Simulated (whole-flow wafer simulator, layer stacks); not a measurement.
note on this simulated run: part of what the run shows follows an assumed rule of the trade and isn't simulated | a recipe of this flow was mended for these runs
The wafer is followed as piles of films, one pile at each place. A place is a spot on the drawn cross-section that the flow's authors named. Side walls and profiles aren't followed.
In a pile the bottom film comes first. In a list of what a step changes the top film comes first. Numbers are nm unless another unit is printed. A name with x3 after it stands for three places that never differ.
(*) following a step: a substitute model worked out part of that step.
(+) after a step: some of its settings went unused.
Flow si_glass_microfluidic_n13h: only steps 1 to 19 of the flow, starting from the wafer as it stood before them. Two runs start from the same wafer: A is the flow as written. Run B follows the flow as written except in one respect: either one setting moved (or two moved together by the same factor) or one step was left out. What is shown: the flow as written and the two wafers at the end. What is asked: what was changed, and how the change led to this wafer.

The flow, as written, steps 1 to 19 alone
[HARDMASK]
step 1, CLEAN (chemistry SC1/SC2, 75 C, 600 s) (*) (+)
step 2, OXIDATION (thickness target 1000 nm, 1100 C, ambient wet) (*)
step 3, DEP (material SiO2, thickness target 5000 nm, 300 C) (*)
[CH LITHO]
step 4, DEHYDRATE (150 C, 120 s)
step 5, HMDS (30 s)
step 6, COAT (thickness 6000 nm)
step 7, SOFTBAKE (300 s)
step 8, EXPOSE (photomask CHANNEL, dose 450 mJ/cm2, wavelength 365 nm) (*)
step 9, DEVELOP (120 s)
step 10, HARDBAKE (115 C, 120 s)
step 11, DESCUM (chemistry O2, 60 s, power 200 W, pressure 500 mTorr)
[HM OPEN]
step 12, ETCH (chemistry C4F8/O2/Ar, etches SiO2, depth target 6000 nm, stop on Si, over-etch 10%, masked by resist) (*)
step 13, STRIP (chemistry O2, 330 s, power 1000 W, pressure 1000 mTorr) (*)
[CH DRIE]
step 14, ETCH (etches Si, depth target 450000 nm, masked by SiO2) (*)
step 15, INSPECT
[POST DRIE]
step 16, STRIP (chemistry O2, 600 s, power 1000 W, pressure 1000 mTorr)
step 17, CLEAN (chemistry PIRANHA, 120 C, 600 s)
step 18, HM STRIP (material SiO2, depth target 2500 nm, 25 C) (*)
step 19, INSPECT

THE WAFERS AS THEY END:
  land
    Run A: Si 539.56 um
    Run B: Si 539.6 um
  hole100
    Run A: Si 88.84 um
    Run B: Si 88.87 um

Cause: step 2, OXIDATION: thickness target 888 nm was run, though the flow has thickness target 1000 nm.

Step by step, how the change led to this:
  step 2, OXIDATION (thickness target 1000 nm, 1100 C, ambient wet) (*)
      land, hole100: A +1000 SiO2 (new film), -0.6 chemical SiO2 (all of it), -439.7 Si | B +888 SiO2 (new film), -0.6 chemical SiO2 (all of it), -390.5 Si
  step 12, ETCH (chemistry C4F8/O2/Ar, etches SiO2, depth target 6000 nm, stop on Si, over-etch 10%, masked by resist) (*)
      hole100: A -6000 SiO2 (all of it), -75 Si | B -5888 SiO2 (all of it), -89 Si
  step 18, HM STRIP (material SiO2, depth target 2500 nm, 25 C) (*)
      land: A -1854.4 SiO2 (all of it) | B -1742.7 SiO2 (all of it)
